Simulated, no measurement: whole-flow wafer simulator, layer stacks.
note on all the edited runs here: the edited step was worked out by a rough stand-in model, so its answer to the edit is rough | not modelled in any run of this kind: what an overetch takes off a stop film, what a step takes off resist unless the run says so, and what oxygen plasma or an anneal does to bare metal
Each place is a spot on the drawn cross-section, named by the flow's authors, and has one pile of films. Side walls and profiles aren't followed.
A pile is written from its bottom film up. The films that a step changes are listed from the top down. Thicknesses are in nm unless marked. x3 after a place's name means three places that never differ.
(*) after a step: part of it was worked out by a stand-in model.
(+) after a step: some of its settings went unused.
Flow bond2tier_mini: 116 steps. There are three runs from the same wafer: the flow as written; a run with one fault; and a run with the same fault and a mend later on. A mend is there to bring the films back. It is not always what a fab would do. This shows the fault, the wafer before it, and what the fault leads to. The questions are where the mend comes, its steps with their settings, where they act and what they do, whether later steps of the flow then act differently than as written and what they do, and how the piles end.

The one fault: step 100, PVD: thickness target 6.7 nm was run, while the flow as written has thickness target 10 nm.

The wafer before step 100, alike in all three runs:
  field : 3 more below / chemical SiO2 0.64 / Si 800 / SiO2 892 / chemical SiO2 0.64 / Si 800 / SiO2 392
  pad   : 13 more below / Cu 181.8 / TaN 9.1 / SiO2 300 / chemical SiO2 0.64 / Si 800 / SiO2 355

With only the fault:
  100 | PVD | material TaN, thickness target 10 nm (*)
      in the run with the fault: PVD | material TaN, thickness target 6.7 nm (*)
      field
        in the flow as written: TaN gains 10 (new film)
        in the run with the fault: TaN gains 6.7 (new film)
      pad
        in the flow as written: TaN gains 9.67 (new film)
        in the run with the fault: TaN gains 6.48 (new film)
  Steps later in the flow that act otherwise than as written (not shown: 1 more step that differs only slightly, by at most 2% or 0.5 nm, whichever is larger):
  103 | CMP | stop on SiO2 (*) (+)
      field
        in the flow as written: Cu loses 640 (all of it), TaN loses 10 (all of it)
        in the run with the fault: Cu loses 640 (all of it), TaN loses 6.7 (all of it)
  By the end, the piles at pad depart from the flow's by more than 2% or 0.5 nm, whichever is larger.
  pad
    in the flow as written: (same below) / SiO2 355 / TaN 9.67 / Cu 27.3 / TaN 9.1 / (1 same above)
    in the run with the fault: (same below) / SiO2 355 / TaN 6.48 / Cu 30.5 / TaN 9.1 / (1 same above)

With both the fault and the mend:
  After step 100 comes the mend.
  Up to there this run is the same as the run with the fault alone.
  100a | PVD | material TaN, thickness target 3.3 nm (*) (the flow's step 100, run once more with other settings)
      field
        TaN gains 3.3
      pad
        TaN gains 3.19
  Every later step of the flow that is run acts as written at every place that is followed.
  At every place that both follow, the piles at the end match the flow's.
